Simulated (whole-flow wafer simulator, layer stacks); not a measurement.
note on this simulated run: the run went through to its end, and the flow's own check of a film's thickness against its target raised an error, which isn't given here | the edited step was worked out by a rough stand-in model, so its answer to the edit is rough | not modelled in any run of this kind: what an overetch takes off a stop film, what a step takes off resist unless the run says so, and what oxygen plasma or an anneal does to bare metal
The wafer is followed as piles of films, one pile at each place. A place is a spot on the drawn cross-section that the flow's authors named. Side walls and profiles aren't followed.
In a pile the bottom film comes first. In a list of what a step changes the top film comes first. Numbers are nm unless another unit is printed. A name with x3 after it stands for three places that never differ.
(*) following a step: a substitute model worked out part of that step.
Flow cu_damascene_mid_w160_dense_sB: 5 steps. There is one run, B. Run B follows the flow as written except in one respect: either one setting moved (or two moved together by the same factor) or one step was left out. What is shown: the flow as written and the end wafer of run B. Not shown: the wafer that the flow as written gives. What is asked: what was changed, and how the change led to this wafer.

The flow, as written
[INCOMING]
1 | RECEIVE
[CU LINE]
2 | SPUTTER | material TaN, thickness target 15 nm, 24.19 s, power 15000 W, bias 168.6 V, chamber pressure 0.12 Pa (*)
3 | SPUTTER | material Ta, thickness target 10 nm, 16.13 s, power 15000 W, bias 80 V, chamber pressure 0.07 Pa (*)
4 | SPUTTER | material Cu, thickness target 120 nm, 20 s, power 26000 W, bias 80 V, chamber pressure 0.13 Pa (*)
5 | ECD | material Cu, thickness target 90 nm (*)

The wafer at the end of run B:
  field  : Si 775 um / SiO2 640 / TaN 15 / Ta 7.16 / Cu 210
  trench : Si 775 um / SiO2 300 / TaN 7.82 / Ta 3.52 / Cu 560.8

What caused this: step 3, SPUTTER: power 10740 W was run, while the flow as written has power 15000 W.

How this came from the change, step by step:
  3 | SPUTTER | material Ta, thickness target 10 nm, 16.13 s, power 15000 W, bias 80 V, chamber pressure 0.07 Pa (*)
      field: +7.16 Ta (new film) (in the flow as written it would be: +10 Ta (new film))
      trench: +3.52 Ta (new film) (in the flow as written it would be: +5.14 Ta (new film))
